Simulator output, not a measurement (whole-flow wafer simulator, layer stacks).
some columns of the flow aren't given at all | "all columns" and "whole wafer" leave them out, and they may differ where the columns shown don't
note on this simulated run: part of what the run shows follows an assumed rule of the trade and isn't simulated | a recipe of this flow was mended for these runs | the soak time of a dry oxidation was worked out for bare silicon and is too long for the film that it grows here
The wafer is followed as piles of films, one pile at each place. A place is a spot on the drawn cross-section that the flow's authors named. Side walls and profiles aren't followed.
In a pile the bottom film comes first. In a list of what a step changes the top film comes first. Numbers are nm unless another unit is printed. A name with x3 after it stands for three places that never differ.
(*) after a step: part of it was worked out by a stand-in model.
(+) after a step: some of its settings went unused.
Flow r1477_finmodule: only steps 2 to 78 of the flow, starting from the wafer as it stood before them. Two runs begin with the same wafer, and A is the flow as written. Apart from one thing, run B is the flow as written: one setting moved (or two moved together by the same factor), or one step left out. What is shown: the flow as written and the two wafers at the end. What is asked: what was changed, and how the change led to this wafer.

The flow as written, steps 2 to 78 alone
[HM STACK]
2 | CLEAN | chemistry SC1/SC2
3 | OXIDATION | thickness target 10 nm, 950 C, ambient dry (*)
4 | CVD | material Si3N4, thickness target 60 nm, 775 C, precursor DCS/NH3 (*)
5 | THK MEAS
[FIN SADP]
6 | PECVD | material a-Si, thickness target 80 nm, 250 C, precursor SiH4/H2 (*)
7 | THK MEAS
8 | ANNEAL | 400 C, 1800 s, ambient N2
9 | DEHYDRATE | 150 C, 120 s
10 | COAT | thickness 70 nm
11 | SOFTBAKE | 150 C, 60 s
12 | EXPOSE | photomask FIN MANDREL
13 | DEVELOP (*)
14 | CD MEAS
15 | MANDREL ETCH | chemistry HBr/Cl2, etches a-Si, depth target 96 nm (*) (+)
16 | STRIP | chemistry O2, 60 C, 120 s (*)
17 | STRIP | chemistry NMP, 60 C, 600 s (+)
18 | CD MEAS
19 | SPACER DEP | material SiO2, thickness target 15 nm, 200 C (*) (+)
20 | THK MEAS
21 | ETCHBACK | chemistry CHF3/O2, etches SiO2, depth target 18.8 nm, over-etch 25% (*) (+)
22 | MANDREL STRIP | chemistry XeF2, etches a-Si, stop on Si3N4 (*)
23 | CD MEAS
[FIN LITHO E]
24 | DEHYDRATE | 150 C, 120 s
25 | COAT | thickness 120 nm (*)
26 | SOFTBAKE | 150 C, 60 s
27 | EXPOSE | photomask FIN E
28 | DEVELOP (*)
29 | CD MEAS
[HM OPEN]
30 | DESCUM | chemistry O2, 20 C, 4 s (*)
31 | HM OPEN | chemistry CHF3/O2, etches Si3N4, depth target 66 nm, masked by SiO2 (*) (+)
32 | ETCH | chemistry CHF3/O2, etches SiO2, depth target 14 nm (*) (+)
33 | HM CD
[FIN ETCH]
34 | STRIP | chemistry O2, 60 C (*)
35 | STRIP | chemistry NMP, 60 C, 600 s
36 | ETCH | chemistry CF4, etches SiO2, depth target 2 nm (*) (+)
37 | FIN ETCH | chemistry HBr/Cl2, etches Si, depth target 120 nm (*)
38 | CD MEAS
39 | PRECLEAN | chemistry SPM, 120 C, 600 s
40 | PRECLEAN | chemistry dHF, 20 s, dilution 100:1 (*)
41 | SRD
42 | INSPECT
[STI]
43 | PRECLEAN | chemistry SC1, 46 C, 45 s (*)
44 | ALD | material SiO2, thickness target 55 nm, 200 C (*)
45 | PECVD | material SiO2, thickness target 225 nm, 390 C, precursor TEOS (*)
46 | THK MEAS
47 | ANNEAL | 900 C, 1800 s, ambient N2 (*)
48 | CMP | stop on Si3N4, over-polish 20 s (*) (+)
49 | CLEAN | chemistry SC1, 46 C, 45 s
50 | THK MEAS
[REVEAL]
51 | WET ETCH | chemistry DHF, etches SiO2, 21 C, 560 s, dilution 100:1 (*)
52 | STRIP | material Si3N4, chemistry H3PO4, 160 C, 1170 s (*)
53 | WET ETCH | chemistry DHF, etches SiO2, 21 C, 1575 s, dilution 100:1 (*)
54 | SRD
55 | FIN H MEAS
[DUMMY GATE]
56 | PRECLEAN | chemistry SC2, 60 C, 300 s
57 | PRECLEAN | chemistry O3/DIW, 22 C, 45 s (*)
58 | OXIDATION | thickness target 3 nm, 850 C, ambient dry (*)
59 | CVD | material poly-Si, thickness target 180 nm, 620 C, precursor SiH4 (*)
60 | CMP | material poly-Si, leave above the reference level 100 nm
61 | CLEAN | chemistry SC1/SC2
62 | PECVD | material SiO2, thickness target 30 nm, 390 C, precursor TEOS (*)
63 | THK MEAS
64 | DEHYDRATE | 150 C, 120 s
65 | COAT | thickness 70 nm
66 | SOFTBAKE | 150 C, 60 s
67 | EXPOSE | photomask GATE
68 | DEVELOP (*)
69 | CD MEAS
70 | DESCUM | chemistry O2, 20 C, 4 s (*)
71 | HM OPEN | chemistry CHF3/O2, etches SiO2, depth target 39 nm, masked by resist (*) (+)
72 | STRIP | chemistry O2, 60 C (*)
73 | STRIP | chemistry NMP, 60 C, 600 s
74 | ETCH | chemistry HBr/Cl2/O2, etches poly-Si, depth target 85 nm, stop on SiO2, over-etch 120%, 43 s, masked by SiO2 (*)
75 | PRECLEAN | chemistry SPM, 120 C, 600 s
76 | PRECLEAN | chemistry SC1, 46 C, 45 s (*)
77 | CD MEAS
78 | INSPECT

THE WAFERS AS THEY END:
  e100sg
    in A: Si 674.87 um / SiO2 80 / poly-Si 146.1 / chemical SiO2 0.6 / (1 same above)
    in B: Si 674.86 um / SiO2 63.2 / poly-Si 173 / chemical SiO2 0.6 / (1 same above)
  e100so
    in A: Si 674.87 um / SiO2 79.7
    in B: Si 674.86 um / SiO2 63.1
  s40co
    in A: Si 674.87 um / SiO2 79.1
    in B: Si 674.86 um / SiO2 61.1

The reason: step 4, CVD: thickness target 33 nm was run, while the flow as written has thickness target 60 nm.

Step by step, how the change led to this:
  4 | CVD | material Si3N4, thickness target 60 nm, 775 C, precursor DCS/NH3 (*)
      pad, padg, elg and 33 more: A +60 Si3N4 (new film) | B +33 Si3N4 (new film)
  31 | HM OPEN | chemistry CHF3/O2, etches Si3N4, depth target 66 nm, masked by SiO2 (*) (+)
      pad, padg, esg and 13 more: A -54.1 Si3N4 (all of it), -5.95 SiO2 | B -27.1 Si3N4 (all of it), -10 SiO2 (all of it), -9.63 Si
      s40cg, s45cg, s50cg, s40co, s45co, s50co: A -60 Si3N4 (all of it), -3 SiO2 | B -33 Si3N4 (all of it), -10 SiO2 (all of it), -7.67 Si
  32 | ETCH | chemistry CHF3/O2, etches SiO2, depth target 14 nm (*) (+)
      e100sg, s40sg, e100so, s40so: A -4.05 SiO2 (all of it), -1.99 Si | B -2.54 Si
      pad, padg: A -4.05 SiO2 (all of it), -1.99 Si | B -2.8 Si
      (as well as at 16 more places)
  44 | ALD | material SiO2, thickness target 55 nm, 200 C (*)
      s45cg, s50cg, s45co, s50co: A +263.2 SiO2 (new film) | B +245 SiO2 (new film)
      s45sg, s50sg, s45so, s50so: A +263.8 SiO2 (new film) | B +246.9 SiO2 (new film)
      (as well as at 12 more places)
  48 | CMP | stop on Si3N4, over-polish 20 s (*) (+)
      pad, padg: A -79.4 SiO2 | B -96 SiO2
  52 | STRIP | material Si3N4, chemistry H3PO4, 160 C, 1170 s (*)
      elg, e40lg, e100lg, e200lg, elo, e40lo, e100lo, e200lo: A -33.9 Si3N4 (all of it), -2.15 SiO2 | B -6.87 Si3N4 (all of it), -2.99 SiO2
      s40sg_line, s45sg_line, s50sg_line, s40so_line, s45so_line, s50so_line: A -55.1 Si3N4 (all of it), -1.49 SiO2 | B -28.1 Si3N4 (all of it), -2.33 SiO2
  53 | WET ETCH | chemistry DHF, etches SiO2, 21 C, 1575 s, dilution 100:1 (*)
      elg, e40lg, e100lg, e200lg, elo, e40lo, e100lo, e200lo: A -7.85 SiO2 (all of it) | B -7.01 SiO2 (all of it)
      s40sg_line, s45sg_line, s50sg_line, s40so_line, s45so_line, s50so_line: A -8.51 SiO2 (all of it) | B -7.67 SiO2 (all of it)
  59 | CVD | material poly-Si, thickness target 180 nm, 620 C, precursor SiH4 (*)
      esg, e40sg, e100sg and 15 more: A +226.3 poly-Si (new film) | B +253.3 poly-Si (new film)
      e200sg, e200so: A +219.2 poly-Si (new film) | B +253.3 poly-Si (new film)
  60 | CMP | material poly-Si, leave above the reference level 100 nm
      pad, padg: A -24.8 poly-Si | B nothing
      e200sg, e200so: A -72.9 poly-Si | B -80 poly-Si
  74 | ETCH | chemistry HBr/Cl2/O2, etches poly-Si, depth target 85 nm, stop on SiO2, over-etch 120%, 43 s, masked by SiO2 (*)
      e40so, e200so, s45co: A -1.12 chemical SiO2 (all of it), -143.9 poly-Si (all of it), -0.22 SiO2 | B -1.12 chemical SiO2 (all of it), -170.8 poly-Si (all of it)
      eso, e100so, s40co, s40so, s45so, s50co, s50so: A -1.12 chemical SiO2 (all of it), -143.9 poly-Si (all of it), -0.22 SiO2 | B -1.12 chemical SiO2 (all of it), -170.8 poly-Si (all of it), -0.08 SiO2
      (as well as at 1 more place)
